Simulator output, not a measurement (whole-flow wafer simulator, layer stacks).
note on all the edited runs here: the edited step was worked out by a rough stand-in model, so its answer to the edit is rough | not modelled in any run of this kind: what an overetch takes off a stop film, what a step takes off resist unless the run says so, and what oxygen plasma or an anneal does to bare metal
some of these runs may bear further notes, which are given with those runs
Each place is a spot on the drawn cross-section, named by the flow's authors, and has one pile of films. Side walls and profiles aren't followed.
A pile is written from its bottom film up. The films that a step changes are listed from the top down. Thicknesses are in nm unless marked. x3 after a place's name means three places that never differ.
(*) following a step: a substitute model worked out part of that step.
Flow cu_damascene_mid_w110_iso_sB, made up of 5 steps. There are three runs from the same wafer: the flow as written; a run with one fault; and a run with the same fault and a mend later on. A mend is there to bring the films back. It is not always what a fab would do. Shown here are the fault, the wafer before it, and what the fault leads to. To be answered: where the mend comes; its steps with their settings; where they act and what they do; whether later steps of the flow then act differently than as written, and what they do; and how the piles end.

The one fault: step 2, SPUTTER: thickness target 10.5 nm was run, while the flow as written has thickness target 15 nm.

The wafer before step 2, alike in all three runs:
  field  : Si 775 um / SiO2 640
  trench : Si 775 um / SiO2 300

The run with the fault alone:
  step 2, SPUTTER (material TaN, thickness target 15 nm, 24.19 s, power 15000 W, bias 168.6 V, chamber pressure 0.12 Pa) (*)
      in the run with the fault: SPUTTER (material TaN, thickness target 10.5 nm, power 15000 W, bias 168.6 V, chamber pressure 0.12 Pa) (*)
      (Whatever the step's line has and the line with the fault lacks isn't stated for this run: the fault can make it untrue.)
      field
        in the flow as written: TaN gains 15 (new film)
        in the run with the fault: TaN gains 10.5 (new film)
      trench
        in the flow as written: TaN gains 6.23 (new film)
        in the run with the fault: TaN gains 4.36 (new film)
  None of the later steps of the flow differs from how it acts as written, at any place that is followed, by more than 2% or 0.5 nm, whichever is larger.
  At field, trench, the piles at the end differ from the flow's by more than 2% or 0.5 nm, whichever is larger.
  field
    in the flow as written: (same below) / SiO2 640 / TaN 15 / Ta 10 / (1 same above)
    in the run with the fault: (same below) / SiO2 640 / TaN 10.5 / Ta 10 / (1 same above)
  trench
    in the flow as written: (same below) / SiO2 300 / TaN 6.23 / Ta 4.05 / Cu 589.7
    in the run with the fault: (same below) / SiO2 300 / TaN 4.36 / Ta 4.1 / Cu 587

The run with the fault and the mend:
  After step 2 comes the mend.
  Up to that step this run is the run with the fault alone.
  step 2a, SPUTTER (material TaN, thickness target 4.5 nm, power 15000 W, bias 168.6 V, chamber pressure 0.12 Pa) (*) (the flow's step 2, run once more with other settings)
      field
        TaN gains 4.5
      trench
        TaN gains 1.8
  None of the later steps of the flow differs from how it acts as written, at any place that is followed, by more than 2% or 0.5 nm, whichever is larger.
  The piles end only slightly different from the flow's at the places that both follow, by no more than 2% or 0.5 nm, whichever is larger.
